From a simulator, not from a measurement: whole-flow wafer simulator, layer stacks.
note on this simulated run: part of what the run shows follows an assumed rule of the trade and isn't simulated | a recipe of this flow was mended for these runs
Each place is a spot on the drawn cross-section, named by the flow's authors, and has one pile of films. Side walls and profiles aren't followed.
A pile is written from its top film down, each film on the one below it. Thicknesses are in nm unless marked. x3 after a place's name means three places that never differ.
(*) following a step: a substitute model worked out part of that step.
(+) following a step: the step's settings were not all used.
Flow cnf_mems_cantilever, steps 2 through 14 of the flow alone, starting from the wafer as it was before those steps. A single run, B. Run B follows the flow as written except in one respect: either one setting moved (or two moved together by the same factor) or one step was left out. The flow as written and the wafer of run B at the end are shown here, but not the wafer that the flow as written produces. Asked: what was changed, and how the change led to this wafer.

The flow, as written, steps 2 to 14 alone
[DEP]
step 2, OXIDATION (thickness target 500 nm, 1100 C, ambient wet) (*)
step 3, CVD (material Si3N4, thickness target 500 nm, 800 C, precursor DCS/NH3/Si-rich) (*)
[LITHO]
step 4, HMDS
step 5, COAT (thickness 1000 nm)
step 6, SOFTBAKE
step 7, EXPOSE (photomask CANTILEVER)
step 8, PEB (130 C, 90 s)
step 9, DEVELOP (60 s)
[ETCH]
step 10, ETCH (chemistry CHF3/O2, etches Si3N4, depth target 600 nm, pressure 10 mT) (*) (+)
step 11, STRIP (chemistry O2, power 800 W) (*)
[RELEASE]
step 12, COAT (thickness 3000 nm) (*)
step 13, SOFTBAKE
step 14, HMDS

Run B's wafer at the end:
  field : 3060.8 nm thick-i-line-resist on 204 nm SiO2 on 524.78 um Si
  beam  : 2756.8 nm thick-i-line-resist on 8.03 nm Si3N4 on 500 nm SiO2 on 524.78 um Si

Cause: step 3, CVD: 605 C was run, while the flow as written has 800 C.

The path from the change to this, step by step:
  step 3, CVD (material Si3N4, thickness target 500 nm, 800 C, precursor DCS/NH3/Si-rich) (*)
      field, beam: +8.03 Si3N4 (new film) (as written it would have been: +500 Si3N4 (new film))
  step 10, ETCH (chemistry CHF3/O2, etches Si3N4, depth target 600 nm, pressure 10 mT) (*) (+)
      field: -8.03 Si3N4 (all of it), -296 SiO2 (as written it would have been: -500 Si3N4 (all of it), -50 SiO2)
  step 12, COAT (thickness 3000 nm) (*)
      beam: +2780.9 thick-i-line-resist (new film) (as written it would have been: +2607.6 thick-i-line-resist (new film))
  step 13, SOFTBAKE
      field: +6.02 thick-i-line-resist (as written it would have been: +11.9 thick-i-line-resist)
      beam: -24.1 thick-i-line-resist (as written it would have been: -47.6 thick-i-line-resist)
